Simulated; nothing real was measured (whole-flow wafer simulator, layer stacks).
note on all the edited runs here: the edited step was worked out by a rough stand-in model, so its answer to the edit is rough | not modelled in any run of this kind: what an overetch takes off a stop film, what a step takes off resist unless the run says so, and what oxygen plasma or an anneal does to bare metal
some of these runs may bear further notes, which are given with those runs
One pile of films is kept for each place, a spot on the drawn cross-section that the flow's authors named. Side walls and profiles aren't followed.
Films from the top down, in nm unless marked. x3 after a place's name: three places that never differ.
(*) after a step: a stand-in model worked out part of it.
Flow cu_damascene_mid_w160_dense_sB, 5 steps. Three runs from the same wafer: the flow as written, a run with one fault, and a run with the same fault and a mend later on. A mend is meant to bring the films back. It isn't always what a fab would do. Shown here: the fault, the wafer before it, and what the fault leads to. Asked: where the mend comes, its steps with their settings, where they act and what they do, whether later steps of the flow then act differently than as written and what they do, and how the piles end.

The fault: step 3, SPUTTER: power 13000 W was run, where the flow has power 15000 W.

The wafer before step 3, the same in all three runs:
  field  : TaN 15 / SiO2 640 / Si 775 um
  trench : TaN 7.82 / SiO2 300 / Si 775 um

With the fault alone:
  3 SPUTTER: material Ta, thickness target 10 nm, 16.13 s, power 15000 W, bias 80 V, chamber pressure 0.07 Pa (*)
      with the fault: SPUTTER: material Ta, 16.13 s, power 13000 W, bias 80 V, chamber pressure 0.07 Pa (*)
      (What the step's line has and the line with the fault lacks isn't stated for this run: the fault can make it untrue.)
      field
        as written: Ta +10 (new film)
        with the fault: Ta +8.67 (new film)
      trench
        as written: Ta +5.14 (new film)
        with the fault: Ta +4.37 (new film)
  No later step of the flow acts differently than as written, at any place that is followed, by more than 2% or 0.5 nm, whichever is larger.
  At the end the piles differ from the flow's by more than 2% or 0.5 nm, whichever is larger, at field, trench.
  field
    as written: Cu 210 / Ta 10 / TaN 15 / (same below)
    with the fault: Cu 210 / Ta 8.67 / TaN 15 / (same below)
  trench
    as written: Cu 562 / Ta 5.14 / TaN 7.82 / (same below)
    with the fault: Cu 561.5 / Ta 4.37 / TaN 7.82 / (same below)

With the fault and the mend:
  The mend comes after step 3.
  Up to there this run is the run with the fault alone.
  3a SPUTTER: material Ta, thickness target 1.367 nm, 2.204 s, power 15000 W, bias 80 V, chamber pressure 0.07 Pa (*) (the flow's step 3 once more, with other settings)
      field
        Ta +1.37
      trench
        Ta +0.69
  No later step of the flow acts differently than as written, at any place that is followed, by more than 2% or 0.5 nm, whichever is larger.
  At the end the piles differ from the flow's only slightly at the places that both follow, by at most 2% or 0.5 nm, whichever is larger.
